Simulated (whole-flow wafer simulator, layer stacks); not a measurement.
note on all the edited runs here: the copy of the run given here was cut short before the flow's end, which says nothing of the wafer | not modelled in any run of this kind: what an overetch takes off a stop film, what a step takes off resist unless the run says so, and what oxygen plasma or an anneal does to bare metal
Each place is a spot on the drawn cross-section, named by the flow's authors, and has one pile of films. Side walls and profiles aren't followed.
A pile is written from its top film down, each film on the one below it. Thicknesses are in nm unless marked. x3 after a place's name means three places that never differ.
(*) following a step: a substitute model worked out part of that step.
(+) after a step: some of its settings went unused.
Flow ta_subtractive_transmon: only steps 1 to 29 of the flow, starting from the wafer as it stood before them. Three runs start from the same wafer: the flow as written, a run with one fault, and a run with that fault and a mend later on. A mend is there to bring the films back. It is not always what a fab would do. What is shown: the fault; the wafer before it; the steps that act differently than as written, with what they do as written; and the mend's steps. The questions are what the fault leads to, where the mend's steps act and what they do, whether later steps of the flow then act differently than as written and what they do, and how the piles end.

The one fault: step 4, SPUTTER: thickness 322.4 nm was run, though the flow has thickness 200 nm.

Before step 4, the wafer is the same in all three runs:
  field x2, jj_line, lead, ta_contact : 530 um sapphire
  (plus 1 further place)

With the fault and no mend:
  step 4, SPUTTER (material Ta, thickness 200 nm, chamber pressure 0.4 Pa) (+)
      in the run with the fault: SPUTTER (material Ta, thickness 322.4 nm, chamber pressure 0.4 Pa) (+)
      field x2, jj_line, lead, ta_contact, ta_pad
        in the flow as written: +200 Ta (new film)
        in the run with the fault: +322.4 Ta (new film)
  Later steps of the flow acting differently than as written (3 more steps, not shown, differ only slightly: by at most 2% or 0.5 nm, whichever is larger):
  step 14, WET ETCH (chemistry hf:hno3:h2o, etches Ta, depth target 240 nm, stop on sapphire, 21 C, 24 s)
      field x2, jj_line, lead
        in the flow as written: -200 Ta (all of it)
        in the run with the fault: -240 Ta
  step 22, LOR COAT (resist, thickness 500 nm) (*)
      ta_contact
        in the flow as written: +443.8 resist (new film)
        in the run with the fault: +433.7 resist (new film)
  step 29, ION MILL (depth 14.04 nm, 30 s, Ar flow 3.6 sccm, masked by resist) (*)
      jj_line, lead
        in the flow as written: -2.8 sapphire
        in the run with the fault: -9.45 Ta
  At field x2, jj_line, lead, ta_contact, ta_pad, the piles at the end differ from the flow's by more than 2% or 0.5 nm, whichever is larger.
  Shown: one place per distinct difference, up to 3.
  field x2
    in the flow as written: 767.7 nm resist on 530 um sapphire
    in the run with the fault: 767.7 nm resist on 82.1 nm Ta on 530 um sapphire
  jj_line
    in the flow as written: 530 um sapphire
    in the run with the fault: 72.7 nm Ta on 530 um sapphire
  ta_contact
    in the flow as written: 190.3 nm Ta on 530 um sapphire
    in the run with the fault: 312.7 nm Ta on 530 um sapphire

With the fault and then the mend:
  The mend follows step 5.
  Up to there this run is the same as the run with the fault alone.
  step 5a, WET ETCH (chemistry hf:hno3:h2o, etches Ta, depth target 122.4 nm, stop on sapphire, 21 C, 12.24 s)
      field x2, jj_line, lead, ta_contact, ta_pad
        -122.4 Ta
  Later steps of the flow that are run all act as written at every place that is followed.
  At every place that both follow, the piles at the end match the flow's.
